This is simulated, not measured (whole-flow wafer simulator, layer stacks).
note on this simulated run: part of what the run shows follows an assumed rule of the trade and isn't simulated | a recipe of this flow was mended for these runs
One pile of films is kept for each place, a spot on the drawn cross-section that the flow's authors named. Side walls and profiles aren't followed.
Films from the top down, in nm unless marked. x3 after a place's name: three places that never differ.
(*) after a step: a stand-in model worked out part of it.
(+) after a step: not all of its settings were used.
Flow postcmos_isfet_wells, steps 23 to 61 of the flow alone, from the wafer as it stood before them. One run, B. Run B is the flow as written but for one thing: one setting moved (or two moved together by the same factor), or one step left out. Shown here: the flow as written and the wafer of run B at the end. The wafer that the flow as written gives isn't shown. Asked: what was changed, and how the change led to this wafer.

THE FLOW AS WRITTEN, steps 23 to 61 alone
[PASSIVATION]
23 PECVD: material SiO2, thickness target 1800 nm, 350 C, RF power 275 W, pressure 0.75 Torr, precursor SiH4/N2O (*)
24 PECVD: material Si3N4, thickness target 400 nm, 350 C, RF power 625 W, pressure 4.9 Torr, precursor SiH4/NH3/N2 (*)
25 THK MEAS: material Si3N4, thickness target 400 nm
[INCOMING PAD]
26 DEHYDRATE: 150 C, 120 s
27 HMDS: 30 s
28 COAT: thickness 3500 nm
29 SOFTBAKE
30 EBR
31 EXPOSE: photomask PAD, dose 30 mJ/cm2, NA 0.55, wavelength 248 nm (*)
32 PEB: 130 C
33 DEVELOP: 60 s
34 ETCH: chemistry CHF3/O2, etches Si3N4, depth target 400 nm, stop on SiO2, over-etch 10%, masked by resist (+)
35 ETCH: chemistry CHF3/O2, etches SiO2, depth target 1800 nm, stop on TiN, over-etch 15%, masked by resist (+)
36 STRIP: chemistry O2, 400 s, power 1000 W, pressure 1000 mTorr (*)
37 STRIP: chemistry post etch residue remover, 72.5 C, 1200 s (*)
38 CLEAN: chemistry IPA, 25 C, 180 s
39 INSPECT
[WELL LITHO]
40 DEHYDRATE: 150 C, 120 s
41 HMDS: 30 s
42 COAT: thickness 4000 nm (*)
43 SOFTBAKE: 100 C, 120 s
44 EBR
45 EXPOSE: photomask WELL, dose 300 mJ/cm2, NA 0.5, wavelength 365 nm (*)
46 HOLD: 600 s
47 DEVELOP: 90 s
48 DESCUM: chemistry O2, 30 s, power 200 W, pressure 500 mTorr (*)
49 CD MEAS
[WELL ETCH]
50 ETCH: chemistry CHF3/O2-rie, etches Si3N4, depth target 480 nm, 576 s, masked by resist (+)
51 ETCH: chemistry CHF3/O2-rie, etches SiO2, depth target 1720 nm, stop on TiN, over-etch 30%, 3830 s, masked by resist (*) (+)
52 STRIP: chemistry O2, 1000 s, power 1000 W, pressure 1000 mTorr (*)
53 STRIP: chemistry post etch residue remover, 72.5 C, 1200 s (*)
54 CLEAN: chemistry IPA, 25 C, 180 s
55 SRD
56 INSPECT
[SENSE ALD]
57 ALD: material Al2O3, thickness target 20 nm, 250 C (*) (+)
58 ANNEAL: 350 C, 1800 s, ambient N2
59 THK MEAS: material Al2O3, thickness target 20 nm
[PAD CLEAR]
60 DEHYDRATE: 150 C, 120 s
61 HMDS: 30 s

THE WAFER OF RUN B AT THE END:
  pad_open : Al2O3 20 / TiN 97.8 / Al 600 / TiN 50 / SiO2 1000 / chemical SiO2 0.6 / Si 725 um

The cause: step 34, ETCH: depth target 140 nm was run, where the flow has depth target 400 nm.

How the change led to this, step by step:
  34 ETCH: chemistry CHF3/O2, etches Si3N4, depth target 400 nm, stop on SiO2, over-etch 10%, masked by resist (+)
      pad_open: Si3N4 -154 (as written it would be: Si3N4 -400 (all of it), SiO2 -20)
      field, margin x2, well900 x4, pad_clr: thick-KrF-resist -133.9 (as written it would be: thick-KrF-resist -382.6)
  35 ETCH: chemistry CHF3/O2, etches SiO2, depth target 1800 nm, stop on TiN, over-etch 15%, masked by resist (+)
      pad_open: Si3N4 -246 (all of it), SiO2 -1800 (all of it), TiN -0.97 (as written it would be: SiO2 -1780 (all of it), TiN -24.2)
  36 STRIP: chemistry O2, 400 s, power 1000 W, pressure 1000 mTorr (*)
      field, margin x2, well900 x4, pad_clr: thick-KrF-resist -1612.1 (all of it) (as written it would be: thick-KrF-resist -1382.5 (all of it))
